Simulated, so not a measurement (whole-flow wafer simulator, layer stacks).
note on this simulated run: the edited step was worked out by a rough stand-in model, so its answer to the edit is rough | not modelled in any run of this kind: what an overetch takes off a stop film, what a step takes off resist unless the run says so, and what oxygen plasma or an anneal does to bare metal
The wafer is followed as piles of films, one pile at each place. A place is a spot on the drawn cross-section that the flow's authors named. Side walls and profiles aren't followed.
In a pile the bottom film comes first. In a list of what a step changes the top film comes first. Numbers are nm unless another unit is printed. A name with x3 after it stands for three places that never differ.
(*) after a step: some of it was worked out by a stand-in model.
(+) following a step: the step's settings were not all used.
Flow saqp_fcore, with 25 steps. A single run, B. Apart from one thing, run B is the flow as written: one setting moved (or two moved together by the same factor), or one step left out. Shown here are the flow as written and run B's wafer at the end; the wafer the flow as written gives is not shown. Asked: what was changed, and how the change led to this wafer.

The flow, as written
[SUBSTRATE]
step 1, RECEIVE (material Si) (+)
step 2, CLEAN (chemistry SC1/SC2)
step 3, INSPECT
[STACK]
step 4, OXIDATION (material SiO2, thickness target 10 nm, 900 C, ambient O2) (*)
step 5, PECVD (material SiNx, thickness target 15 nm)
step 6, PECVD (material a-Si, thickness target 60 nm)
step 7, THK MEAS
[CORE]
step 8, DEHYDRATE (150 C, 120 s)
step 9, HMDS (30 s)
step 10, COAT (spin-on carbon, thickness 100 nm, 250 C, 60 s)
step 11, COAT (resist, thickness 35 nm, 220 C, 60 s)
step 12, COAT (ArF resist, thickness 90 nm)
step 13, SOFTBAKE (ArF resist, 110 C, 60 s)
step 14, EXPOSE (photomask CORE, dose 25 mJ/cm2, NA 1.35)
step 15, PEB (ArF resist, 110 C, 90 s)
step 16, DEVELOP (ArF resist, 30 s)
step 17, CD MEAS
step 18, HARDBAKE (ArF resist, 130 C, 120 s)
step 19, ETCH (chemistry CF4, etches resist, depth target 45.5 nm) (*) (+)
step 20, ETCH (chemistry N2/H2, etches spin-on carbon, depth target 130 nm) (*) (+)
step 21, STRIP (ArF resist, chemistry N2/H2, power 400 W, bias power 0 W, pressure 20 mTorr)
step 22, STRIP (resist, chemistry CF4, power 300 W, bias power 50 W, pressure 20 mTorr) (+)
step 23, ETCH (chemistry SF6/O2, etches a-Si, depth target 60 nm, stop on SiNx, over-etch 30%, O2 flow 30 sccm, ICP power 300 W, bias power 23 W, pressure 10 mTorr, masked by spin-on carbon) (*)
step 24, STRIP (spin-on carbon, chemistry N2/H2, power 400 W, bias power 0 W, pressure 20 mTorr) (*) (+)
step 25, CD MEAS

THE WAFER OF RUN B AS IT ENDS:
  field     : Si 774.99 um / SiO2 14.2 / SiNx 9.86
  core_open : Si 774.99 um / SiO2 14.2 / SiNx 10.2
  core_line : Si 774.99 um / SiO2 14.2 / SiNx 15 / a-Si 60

Cause: step 4, OXIDATION: thickness target 14.2 nm was run, though the flow has thickness target 10 nm.
The wafer itself shows it: field has SiO2 14.2, and step 4 as written asks for 10 nm.

Step by step, how the change led to this:
  step 4, OXIDATION (material SiO2, thickness target 10 nm, 900 C, ambient O2) (*)
      field, core_open, core_line: SiO2 gains 14.2 (new film), chemical SiO2 loses 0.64 (all of it), Si loses 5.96 (it would be, as written: SiO2 gains 10 (new film), chemical SiO2 loses 0.64 (all of it), Si loses 4.12)
